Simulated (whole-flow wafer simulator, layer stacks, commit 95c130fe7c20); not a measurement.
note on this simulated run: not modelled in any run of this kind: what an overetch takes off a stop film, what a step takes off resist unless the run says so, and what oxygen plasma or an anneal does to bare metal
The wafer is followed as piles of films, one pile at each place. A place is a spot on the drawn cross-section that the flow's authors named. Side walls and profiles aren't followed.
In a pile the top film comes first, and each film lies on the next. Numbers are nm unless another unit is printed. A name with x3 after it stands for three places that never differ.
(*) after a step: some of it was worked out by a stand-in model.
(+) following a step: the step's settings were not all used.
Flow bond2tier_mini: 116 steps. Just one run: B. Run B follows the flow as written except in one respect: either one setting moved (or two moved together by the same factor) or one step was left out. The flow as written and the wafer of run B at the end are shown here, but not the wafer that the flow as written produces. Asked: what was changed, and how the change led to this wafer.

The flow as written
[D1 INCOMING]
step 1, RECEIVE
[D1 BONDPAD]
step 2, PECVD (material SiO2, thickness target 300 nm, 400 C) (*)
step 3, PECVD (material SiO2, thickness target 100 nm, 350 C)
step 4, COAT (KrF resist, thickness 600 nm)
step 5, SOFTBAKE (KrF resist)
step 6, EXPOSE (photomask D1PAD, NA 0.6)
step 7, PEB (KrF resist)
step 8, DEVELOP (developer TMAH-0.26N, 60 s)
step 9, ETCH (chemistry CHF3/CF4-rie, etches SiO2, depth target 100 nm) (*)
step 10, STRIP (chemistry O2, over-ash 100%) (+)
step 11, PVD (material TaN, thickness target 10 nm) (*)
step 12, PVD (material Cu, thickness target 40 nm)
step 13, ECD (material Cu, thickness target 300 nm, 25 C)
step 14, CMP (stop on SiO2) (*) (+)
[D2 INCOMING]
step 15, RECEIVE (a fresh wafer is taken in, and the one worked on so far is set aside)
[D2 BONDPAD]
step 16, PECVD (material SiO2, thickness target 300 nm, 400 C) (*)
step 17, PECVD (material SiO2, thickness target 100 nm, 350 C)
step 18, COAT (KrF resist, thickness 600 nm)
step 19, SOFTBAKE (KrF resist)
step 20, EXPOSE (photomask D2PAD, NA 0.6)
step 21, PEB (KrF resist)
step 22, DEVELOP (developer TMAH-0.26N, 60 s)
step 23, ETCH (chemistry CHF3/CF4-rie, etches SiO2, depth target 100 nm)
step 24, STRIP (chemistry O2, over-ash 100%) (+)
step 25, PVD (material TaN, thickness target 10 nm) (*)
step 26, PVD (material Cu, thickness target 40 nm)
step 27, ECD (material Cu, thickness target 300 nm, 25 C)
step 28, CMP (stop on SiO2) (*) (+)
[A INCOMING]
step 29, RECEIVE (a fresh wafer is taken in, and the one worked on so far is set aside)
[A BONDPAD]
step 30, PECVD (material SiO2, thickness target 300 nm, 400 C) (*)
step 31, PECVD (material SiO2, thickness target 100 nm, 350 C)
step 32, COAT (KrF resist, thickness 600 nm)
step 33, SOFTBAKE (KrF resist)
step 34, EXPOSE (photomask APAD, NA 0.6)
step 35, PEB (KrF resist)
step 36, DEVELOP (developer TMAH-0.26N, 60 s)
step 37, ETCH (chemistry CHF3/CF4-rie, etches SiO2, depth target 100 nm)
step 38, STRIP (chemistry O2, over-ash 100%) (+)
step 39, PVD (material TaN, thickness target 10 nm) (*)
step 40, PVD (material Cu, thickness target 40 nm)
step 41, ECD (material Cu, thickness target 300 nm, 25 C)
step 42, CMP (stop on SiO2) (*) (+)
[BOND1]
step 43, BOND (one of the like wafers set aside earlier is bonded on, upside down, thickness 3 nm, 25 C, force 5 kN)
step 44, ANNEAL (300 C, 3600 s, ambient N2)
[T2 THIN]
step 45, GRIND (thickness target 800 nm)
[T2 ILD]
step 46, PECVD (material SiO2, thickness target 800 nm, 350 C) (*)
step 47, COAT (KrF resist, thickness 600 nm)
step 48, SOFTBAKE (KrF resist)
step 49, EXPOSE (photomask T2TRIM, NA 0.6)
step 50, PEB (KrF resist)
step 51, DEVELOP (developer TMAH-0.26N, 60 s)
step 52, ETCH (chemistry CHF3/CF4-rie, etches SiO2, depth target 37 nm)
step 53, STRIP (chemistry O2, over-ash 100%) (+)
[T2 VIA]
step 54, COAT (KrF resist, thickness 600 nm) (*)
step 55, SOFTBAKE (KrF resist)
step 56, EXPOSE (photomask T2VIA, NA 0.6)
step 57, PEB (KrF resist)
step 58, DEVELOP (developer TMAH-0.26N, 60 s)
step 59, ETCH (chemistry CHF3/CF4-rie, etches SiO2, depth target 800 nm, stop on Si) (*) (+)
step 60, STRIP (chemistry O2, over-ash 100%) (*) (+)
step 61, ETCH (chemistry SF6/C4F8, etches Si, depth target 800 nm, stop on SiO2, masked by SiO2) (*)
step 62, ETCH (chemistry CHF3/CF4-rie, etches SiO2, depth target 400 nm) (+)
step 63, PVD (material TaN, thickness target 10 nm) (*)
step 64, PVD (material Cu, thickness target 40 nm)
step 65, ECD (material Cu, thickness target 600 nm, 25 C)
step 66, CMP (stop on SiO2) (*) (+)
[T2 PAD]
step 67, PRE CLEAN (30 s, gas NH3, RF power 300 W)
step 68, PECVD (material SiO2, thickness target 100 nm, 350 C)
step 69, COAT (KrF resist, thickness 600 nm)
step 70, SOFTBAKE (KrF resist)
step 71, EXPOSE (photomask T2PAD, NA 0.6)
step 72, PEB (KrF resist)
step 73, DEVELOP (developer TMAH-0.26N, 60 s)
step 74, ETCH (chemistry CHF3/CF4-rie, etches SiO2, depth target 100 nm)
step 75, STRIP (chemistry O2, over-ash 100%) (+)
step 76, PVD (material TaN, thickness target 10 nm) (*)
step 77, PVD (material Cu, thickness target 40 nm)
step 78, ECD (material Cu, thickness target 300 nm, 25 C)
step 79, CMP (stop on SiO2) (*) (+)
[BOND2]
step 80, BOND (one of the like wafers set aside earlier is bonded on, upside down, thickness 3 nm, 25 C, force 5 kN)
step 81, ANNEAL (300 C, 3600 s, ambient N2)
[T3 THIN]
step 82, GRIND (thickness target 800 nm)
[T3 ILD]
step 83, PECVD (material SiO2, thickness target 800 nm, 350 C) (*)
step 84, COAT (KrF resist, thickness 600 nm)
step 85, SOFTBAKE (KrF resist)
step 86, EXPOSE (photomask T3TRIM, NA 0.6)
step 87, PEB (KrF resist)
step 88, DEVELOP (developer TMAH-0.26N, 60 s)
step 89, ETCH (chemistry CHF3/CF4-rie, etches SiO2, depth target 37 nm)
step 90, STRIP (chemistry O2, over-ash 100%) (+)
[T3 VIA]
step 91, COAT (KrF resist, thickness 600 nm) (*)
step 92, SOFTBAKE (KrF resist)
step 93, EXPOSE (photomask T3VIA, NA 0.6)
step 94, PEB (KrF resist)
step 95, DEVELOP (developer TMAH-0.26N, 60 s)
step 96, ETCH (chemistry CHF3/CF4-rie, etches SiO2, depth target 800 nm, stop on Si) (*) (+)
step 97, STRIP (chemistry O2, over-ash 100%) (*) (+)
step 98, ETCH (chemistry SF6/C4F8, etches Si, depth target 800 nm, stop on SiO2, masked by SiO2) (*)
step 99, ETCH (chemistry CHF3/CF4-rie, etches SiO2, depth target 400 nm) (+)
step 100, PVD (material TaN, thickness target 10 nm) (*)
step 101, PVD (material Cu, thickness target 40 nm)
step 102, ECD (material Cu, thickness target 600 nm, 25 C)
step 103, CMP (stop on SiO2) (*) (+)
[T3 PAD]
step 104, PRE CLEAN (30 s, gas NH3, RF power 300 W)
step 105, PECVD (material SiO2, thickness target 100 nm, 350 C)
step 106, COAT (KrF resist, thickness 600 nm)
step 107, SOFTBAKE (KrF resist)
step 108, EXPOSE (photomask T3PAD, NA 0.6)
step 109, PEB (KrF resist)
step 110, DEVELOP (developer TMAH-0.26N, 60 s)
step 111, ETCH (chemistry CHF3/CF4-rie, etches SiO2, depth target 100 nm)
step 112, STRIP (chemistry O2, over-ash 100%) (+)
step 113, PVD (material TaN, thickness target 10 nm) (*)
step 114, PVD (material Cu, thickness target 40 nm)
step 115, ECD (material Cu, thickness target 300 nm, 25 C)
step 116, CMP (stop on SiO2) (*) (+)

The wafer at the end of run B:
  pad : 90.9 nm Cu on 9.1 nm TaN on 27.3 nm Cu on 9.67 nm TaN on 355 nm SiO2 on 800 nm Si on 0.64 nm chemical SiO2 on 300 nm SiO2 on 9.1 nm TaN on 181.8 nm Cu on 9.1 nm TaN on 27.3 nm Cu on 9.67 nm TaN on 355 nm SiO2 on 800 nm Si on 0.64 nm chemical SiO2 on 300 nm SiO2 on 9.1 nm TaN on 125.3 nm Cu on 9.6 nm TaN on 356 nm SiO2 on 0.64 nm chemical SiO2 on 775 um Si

The reason: step 37, ETCH: depth target 44 nm was run, though the flow has depth target 100 nm.

How this came from the change, step by step:
  step 37, ETCH (chemistry CHF3/CF4-rie, etches SiO2, depth target 100 nm)
      pad, via: SiO2 loses 44 (as written it would have been: SiO2 loses 100)
      field: KrF resist loses 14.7 (as written it would have been: KrF resist loses 33.3)
  step 38, STRIP (chemistry O2, over-ash 100%) (+)
      field: KrF resist loses 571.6 (all of it) (as written it would have been: KrF resist loses 552.9 (all of it))
  step 40, PVD (material Cu, thickness target 40 nm)
      pad: Cu gains 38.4 (new film) (as written it would have been: Cu gains 36.4 (new film))
  step 41, ECD (material Cu, thickness target 300 nm, 25 C)
      pad: Cu gains 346 (as written it would have been: Cu gains 404.5)
      via: Cu gains 344 (as written it would have been: Cu gains 400.2)
